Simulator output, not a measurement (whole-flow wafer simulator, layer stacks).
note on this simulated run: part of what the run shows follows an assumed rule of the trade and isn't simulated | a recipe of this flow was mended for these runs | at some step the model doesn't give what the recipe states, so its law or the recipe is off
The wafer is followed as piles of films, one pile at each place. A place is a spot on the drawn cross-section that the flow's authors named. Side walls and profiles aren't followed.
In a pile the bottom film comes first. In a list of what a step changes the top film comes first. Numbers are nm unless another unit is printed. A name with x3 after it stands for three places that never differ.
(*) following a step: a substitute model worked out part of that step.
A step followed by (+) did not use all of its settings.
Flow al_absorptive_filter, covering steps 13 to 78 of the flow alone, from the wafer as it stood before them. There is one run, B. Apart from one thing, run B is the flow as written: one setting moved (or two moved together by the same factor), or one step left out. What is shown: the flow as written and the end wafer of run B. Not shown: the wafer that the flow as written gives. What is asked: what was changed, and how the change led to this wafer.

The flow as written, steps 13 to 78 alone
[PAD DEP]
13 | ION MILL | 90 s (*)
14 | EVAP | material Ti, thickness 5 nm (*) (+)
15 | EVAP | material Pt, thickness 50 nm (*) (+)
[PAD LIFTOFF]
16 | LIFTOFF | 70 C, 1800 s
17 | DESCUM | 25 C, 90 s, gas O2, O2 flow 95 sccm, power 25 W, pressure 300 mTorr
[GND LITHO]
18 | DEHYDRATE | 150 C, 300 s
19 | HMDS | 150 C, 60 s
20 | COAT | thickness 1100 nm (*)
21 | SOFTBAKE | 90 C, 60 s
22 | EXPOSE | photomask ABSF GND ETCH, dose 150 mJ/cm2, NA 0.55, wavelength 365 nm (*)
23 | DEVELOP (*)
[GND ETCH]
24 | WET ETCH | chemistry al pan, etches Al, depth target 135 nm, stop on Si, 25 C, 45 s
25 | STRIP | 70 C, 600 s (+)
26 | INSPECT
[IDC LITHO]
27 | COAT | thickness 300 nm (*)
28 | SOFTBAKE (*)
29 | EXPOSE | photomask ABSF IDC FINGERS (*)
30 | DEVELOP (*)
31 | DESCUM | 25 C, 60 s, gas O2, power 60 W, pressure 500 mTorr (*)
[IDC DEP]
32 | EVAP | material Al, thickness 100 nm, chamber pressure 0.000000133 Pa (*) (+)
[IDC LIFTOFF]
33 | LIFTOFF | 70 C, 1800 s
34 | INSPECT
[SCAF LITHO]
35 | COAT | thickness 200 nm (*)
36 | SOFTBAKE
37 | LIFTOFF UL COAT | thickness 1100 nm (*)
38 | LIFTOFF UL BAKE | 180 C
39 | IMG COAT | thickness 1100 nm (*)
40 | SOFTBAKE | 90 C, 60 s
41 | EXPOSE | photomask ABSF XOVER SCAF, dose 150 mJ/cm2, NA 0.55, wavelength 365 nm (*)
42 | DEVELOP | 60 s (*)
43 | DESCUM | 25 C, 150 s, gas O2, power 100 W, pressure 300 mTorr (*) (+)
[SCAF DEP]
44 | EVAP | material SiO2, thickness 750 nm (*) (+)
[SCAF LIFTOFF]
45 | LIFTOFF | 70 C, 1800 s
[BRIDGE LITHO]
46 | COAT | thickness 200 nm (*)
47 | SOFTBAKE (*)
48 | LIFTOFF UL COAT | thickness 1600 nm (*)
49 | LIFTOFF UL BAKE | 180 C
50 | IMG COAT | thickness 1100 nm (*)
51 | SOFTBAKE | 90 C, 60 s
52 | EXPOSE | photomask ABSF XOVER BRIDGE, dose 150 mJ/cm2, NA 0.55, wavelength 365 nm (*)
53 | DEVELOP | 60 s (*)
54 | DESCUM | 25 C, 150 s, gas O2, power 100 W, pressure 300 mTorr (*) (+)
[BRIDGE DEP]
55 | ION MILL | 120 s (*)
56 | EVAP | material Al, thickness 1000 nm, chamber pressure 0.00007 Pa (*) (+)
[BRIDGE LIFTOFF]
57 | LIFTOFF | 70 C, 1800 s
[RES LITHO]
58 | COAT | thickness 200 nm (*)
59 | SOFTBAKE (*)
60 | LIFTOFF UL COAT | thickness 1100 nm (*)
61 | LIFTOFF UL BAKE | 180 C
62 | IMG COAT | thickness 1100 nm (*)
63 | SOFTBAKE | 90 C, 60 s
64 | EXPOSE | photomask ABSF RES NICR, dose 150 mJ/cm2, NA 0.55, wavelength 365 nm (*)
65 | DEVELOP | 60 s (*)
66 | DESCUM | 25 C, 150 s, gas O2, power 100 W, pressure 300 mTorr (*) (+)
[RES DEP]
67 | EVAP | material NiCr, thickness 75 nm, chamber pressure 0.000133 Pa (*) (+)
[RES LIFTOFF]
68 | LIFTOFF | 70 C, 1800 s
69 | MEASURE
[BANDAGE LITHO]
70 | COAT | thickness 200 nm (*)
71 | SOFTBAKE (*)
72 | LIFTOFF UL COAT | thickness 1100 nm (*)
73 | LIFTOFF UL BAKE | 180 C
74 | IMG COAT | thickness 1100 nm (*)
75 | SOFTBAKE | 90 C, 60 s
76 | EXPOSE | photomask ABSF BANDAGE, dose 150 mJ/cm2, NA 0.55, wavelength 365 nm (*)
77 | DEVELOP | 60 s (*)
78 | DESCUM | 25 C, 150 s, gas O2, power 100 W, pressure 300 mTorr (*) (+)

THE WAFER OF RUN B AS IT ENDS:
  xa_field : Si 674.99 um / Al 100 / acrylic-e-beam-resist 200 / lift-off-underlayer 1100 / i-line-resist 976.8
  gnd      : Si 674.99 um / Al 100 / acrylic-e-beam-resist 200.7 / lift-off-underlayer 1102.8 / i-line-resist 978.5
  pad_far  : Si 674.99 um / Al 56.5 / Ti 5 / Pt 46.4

The reason: step 15, EVAP: thickness 46.4 nm was run, though the flow has thickness 50 nm.
The wafer lets one read it off: pad_far has Pt 46.4, and step 15 as written asks for 50 nm.

Step by step, how the change led to this:
  15 | EVAP | material Pt, thickness 50 nm (*) (+)
      gnd, pad_far, pad_near and 11 more: +46.4 Pt (new film) (as written it would have been: +50 Pt (new film))
  16 | LIFTOFF | 70 C, 1800 s
      gnd, ledge, res and 9 more: -46.4 Pt (all of it), -5 Ti (all of it), -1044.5 i-line-resist (all of it), -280 lift-off-underlayer (all of it) (as written it would have been: -50 Pt (all of it), -5 Ti (all of it), -1044.5 i-line-resist (all of it), -280 lift-off-underlayer (all of it))
